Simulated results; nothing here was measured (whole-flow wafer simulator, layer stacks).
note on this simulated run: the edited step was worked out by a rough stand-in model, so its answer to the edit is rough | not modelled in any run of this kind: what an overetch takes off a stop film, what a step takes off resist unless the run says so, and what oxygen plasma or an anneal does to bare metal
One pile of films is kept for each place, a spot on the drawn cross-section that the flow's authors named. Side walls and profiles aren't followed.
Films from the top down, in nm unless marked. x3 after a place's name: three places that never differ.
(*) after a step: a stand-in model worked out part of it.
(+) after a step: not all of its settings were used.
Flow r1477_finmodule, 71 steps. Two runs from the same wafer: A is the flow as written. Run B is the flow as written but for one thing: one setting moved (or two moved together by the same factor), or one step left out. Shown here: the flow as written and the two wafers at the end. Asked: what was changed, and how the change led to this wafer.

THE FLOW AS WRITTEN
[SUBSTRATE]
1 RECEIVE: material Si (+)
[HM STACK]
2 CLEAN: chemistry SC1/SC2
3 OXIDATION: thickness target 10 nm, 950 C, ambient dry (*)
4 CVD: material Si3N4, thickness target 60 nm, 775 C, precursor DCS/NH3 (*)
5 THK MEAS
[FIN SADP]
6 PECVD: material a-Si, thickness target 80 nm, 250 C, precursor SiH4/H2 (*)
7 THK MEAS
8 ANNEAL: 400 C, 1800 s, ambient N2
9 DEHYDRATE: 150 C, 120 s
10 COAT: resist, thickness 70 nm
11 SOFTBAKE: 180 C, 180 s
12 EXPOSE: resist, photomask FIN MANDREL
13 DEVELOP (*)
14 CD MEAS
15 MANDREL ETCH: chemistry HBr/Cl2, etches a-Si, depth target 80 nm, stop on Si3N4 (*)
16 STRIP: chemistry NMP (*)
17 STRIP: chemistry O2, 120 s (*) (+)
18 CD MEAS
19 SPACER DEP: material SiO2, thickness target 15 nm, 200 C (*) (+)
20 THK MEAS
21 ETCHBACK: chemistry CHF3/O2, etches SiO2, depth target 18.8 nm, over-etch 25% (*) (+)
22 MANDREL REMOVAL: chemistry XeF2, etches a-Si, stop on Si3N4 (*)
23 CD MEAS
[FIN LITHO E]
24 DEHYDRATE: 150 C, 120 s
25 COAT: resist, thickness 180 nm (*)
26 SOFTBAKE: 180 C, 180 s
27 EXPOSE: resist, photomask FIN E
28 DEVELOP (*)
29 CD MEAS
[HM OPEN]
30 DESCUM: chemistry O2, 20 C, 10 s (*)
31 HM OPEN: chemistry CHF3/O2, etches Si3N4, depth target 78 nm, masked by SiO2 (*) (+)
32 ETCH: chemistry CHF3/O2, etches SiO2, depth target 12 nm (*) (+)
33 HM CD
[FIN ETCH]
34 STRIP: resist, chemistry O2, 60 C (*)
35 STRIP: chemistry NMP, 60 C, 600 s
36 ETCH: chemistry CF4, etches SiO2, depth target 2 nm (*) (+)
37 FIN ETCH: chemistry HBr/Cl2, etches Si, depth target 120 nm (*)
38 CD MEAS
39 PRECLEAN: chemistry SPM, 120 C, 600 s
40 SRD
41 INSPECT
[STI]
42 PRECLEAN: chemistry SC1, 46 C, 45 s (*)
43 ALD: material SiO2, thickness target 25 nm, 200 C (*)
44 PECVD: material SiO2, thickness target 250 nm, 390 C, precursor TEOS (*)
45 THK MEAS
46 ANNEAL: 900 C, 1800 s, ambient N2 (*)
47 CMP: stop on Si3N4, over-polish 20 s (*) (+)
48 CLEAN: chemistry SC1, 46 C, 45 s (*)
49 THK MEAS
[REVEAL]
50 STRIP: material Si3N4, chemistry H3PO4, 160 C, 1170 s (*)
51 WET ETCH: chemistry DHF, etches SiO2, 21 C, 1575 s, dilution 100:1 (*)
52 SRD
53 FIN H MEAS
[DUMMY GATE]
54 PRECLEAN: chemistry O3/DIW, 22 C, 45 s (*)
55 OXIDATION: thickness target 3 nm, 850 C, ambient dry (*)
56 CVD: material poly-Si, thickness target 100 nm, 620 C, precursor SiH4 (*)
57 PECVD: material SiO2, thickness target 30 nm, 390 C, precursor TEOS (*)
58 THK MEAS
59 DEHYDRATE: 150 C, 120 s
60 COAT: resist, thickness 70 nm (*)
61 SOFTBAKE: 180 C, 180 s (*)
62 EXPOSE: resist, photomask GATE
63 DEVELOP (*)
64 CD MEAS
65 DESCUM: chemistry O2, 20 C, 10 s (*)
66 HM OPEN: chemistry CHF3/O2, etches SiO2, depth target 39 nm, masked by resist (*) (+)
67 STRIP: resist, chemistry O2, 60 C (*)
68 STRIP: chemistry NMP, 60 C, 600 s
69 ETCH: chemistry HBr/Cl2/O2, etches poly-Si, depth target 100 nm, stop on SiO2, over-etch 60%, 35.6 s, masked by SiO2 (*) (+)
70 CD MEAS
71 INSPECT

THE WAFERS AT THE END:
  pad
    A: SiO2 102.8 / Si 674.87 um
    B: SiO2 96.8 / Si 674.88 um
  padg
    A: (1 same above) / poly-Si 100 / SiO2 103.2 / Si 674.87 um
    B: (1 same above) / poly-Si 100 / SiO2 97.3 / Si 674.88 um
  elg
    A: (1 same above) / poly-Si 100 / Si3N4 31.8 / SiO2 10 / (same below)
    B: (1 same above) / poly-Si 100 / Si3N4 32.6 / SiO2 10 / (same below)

The cause: step 37, FIN ETCH: depth target 114 nm was run, where the flow has depth target 120 nm.

How the change led to this, step by step:
  37 FIN ETCH: chemistry HBr/Cl2, etches Si, depth target 120 nm (*)
      pad, padg, esg and 19 more: A Si -120 | B Si -114
      elg, e40lg, e100lg, e200lg, elo, e40lo, e100lo, e200lo: A Si3N4 -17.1 | B Si3N4 -16.3
  43 ALD: material SiO2, thickness target 25 nm, 200 C (*)
      s40cg, s45cg, s50cg, s40co, s45co, s50co: A SiO2 +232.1 (new film) | B SiO2 +226.6 (new film)
      esg: A SiO2 +194.3 (new film) | B SiO2 +189.1 (new film)
  47 CMP: stop on Si3N4, over-polish 20 s (*) (+)
      pad, padg, e40sg and 11 more: A SiO2 -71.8 | B SiO2 -77.8
      eso: A SiO2 -72.4 | B SiO2 -78.4
  51 WET ETCH: chemistry DHF, etches SiO2, 21 C, 1575 s, dilution 100:1 (*)
      elg, e40lg, e100lg, e200lg, elo, e40lo, e100lo, e200lo: A SiO2 -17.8 (all of it), Si3N4 -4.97 | B SiO2 -17 (all of it), Si3N4 -5.04
